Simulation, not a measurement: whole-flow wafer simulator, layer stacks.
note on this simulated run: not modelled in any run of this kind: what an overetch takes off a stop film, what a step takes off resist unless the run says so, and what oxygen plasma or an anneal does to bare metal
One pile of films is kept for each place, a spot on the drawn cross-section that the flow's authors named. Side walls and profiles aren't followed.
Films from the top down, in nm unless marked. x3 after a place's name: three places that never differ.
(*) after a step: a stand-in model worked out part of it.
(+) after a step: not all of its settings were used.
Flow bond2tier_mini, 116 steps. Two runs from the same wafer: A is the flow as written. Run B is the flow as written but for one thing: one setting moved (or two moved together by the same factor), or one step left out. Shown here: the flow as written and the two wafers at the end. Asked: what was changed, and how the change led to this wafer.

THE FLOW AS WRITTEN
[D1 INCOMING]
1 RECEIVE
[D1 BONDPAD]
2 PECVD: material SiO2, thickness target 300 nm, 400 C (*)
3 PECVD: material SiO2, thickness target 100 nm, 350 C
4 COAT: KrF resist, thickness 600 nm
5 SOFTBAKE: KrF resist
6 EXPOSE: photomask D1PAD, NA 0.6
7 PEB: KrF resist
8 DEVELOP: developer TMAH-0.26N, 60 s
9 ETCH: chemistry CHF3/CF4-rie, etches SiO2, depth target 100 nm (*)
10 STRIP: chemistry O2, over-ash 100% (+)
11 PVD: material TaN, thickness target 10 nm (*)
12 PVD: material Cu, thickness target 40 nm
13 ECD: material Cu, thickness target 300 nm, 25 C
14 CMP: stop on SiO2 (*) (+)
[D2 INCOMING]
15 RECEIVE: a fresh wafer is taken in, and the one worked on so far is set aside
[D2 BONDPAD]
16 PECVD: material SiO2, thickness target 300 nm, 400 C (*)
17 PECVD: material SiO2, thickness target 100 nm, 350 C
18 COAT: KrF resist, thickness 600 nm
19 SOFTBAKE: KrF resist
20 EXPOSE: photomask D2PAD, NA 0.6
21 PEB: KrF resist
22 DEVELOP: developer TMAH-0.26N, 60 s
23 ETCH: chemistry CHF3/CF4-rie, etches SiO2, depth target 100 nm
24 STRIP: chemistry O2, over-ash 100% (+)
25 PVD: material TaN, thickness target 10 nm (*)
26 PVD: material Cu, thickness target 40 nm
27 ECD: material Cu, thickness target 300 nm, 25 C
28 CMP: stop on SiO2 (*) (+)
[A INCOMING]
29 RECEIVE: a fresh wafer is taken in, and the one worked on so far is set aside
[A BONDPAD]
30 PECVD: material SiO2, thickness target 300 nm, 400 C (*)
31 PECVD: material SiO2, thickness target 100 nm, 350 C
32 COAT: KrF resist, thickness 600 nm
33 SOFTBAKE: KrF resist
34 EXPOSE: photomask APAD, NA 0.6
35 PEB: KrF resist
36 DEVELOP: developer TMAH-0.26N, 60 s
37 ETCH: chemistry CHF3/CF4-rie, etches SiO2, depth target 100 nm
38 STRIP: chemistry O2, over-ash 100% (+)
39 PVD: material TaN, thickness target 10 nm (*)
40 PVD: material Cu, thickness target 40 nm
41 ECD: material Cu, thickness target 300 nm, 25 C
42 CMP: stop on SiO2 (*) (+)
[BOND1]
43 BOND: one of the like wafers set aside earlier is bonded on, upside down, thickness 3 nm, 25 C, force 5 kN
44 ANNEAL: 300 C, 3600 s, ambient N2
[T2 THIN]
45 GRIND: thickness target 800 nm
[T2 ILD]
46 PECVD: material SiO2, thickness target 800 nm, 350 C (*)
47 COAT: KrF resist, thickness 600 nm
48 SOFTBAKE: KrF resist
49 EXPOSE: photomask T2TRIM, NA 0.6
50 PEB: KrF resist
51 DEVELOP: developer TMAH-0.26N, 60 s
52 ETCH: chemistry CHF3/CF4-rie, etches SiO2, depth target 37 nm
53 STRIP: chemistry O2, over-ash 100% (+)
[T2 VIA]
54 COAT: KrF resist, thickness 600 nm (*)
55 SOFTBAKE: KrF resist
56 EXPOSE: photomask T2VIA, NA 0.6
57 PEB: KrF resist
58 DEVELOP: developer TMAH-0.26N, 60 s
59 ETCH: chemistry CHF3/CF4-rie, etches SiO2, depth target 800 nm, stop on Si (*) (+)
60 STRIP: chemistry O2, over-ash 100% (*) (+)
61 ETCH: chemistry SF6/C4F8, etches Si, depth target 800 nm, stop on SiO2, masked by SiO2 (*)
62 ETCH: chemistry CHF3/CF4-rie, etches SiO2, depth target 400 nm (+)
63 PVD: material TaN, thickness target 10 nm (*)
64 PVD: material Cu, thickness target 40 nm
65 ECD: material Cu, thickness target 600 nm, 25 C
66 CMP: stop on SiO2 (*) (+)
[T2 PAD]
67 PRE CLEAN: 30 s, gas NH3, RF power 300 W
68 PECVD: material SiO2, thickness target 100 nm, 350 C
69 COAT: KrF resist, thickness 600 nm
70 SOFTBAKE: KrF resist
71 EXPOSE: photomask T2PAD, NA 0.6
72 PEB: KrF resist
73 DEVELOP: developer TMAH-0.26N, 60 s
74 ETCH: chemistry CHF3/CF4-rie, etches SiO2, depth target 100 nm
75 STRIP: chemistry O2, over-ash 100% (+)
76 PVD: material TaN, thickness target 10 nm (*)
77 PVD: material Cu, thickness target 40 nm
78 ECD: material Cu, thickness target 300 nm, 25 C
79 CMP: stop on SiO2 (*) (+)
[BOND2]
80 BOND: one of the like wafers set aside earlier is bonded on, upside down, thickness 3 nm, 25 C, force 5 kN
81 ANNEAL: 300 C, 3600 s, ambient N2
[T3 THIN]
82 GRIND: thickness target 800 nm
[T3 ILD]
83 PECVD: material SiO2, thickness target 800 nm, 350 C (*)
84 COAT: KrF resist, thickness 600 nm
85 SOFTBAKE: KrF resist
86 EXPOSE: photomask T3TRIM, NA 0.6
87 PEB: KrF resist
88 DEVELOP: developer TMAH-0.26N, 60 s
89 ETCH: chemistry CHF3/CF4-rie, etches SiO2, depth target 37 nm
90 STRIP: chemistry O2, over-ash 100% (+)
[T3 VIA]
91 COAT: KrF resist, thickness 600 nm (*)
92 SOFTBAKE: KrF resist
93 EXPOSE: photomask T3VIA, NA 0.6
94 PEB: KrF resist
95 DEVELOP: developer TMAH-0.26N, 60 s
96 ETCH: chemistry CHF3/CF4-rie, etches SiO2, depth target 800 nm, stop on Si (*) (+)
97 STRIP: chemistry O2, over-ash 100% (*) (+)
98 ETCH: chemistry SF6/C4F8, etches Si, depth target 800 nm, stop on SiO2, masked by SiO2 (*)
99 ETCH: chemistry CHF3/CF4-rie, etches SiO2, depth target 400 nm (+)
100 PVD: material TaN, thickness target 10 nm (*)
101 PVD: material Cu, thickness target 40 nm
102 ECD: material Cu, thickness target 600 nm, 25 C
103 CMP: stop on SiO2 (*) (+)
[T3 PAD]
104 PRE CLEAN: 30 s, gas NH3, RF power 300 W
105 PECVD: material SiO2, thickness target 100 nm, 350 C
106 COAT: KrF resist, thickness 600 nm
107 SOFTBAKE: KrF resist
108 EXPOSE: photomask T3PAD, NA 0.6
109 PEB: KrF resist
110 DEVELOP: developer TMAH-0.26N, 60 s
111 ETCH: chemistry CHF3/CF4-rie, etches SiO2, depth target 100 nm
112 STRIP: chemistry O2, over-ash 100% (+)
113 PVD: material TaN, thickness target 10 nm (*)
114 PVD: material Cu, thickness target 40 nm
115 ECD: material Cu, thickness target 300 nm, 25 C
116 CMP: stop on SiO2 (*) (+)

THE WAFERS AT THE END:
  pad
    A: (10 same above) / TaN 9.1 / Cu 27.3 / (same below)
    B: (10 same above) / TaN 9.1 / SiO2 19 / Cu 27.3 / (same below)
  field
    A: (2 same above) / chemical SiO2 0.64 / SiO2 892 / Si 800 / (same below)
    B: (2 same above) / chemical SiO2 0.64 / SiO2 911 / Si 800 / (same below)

The cause: step 68, PECVD: thickness target 119 nm was run, where the flow has thickness target 100 nm.

How the change led to this, step by step:
  68 PECVD: material SiO2, thickness target 100 nm, 350 C
      field: A SiO2 +100 | B SiO2 +119
      pad: A SiO2 +100 (new film) | B SiO2 +119 (new film)
  74 ETCH: chemistry CHF3/CF4-rie, etches SiO2, depth target 100 nm
      pad: A SiO2 -100 (all of it) | B SiO2 -100
Counting metal films that touch as one body, pad has 4 bodies (between them, from the top down: SiO2 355 / Si 800 / chemical SiO2 0.64 / SiO2 300; SiO2 19; SiO2 355 / Si 800 / chemical SiO2 0.64 / SiO2 300); the flow as written gives 3 bodies (between them, from the top down: SiO2 355 / Si 800 / chemical SiO2 0.64 / SiO2 300; SiO2 355 / Si 800 / chemical SiO2 0.64 / SiO2 300).
